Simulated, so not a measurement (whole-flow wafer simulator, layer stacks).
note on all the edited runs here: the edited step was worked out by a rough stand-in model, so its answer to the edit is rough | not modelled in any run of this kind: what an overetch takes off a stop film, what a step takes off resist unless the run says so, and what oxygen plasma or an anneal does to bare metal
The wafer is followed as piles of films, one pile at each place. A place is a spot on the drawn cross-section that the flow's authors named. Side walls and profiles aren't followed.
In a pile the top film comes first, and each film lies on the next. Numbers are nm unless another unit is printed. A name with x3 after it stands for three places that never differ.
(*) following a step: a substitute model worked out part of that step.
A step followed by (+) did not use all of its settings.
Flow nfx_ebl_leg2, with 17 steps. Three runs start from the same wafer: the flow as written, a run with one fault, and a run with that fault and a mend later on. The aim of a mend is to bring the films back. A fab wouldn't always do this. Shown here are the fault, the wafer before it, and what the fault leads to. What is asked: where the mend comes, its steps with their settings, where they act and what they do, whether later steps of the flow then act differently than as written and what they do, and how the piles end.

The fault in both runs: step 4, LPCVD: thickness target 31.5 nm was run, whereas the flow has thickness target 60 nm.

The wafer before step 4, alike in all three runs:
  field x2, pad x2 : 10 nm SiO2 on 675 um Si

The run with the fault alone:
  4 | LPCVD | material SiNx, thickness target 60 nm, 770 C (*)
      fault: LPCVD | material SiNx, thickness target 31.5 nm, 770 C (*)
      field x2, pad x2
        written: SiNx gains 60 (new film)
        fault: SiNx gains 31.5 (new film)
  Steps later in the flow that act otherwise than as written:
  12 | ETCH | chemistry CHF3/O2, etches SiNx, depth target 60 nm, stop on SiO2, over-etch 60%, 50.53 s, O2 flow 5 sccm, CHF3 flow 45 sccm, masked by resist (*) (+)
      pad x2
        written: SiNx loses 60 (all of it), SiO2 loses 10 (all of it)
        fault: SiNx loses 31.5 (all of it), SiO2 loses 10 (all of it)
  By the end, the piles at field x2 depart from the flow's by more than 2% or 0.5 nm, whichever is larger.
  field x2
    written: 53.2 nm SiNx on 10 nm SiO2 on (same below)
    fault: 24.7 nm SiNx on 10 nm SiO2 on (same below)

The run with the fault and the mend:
  The mend stands after step 5.
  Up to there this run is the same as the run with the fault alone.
  5a | LPCVD | material SiNx, thickness target 28.5 nm, 770 C (*) (the flow's step 4 again, with other settings)
      field x2, pad x2
        SiNx gains 28.5
  None of the later steps of the flow acts differently than as written at any place that is followed.
  The piles end the same as the flow's at every place that both follow.
